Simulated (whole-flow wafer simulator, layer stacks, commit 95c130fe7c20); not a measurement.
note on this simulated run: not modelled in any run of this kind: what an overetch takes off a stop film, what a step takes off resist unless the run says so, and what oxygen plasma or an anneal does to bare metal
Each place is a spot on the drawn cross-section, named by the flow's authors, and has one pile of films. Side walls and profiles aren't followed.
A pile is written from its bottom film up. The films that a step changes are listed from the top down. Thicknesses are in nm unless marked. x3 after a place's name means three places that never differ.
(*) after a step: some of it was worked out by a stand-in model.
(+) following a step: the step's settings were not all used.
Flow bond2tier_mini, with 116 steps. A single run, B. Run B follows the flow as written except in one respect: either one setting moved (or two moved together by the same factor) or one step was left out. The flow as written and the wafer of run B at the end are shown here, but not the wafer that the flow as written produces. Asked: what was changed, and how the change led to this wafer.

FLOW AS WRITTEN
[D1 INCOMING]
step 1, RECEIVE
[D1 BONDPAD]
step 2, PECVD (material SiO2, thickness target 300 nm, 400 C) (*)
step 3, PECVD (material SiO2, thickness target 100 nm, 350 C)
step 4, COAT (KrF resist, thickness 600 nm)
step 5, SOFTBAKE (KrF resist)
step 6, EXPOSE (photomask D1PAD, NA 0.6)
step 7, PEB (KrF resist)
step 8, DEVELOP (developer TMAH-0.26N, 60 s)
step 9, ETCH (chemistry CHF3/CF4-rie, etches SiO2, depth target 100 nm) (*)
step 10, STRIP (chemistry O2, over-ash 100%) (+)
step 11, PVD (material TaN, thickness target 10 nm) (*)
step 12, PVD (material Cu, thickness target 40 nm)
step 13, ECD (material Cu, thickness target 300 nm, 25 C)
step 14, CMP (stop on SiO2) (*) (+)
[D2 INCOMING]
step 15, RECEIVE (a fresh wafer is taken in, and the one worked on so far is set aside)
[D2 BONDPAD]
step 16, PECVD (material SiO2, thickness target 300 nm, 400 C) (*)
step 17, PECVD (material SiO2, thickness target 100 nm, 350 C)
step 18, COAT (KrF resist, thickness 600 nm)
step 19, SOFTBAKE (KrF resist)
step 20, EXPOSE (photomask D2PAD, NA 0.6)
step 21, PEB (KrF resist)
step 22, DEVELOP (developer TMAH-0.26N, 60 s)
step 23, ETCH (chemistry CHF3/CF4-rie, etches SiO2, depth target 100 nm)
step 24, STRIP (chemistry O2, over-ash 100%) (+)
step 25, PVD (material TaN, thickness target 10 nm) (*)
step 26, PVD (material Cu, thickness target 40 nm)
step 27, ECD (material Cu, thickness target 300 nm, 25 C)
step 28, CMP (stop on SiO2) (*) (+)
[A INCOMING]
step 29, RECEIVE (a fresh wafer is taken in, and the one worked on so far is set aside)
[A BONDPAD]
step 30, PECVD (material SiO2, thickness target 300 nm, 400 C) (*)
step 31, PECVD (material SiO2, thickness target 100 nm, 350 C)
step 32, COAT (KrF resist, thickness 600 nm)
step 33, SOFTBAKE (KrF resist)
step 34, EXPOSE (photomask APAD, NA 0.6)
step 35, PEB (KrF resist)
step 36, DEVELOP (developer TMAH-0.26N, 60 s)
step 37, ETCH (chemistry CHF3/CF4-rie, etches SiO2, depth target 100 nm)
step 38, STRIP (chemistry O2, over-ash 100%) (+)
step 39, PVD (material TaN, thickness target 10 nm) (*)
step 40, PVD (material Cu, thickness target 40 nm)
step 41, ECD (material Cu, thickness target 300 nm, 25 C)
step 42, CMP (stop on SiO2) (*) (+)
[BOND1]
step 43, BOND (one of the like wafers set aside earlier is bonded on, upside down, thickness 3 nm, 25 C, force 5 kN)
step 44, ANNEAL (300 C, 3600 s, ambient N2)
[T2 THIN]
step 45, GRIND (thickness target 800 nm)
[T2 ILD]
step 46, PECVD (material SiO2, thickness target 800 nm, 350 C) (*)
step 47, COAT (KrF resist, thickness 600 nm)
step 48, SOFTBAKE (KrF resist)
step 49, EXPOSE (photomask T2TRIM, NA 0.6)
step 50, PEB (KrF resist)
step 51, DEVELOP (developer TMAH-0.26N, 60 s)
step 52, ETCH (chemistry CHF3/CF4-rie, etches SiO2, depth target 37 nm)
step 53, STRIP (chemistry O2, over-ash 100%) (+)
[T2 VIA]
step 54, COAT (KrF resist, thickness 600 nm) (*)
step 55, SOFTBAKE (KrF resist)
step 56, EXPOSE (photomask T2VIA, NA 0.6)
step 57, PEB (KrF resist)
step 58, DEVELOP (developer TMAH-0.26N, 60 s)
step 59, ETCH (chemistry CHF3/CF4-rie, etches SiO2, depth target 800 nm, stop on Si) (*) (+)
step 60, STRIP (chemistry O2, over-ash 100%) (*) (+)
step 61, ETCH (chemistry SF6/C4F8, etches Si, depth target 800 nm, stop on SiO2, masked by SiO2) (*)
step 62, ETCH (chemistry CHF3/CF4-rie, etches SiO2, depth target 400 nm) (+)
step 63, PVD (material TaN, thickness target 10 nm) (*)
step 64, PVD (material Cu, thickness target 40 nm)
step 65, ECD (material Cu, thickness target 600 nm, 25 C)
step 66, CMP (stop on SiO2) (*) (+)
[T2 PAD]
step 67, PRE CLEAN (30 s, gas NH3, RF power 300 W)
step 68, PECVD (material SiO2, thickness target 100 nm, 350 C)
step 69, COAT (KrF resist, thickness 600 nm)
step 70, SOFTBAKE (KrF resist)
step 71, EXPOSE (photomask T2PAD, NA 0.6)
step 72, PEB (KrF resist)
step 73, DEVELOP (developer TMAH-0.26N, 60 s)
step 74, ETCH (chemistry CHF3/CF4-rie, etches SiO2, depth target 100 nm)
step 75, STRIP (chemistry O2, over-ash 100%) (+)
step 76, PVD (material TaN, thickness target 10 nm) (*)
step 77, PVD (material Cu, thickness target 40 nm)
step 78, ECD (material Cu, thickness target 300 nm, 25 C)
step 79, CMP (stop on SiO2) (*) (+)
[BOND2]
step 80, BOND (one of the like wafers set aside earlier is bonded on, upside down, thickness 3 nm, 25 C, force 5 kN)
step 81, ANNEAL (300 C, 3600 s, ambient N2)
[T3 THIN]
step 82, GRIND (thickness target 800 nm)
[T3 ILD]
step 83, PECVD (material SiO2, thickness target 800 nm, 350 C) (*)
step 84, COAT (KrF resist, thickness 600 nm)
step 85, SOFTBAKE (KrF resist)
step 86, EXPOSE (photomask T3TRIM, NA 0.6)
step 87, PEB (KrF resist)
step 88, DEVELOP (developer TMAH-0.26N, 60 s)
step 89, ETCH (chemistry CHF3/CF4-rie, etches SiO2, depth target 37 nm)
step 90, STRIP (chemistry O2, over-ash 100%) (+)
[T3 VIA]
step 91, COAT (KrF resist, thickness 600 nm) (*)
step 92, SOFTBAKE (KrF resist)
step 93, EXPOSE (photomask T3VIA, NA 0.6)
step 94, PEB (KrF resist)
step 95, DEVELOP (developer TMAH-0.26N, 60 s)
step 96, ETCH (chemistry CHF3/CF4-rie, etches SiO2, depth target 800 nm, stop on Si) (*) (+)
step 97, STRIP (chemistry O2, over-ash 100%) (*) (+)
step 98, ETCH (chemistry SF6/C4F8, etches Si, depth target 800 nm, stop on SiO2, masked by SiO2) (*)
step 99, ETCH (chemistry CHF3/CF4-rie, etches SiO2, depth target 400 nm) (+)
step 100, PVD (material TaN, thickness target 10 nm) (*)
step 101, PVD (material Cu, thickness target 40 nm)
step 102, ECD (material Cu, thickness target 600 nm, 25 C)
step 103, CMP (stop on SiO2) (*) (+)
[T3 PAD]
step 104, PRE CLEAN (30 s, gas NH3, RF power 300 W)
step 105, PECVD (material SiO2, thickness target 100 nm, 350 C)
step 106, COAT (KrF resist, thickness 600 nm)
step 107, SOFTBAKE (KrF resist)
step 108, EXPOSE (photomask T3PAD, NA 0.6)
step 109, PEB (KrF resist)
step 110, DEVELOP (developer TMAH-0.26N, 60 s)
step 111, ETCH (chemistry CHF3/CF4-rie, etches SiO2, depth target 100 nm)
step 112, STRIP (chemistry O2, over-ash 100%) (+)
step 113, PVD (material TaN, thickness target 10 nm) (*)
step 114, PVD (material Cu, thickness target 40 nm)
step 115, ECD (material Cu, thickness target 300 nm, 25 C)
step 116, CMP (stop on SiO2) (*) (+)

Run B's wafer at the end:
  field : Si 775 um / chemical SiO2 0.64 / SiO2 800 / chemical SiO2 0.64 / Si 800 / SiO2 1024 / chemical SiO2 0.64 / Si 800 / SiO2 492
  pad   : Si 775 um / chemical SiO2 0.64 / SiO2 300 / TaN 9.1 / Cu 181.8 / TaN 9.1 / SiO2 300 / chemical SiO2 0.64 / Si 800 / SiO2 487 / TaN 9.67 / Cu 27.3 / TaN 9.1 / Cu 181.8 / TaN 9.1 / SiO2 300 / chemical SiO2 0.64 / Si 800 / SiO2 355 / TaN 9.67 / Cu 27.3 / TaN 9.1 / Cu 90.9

Cause: step 62, ETCH: depth target 268 nm was run, while the flow as written has depth target 400 nm.

The path from the change to this, step by step:
  step 62, ETCH (chemistry CHF3/CF4-rie, etches SiO2, depth target 400 nm) (+)
      field, pad: SiO2 loses 268 (in the flow as written it would be: SiO2 loses 400)
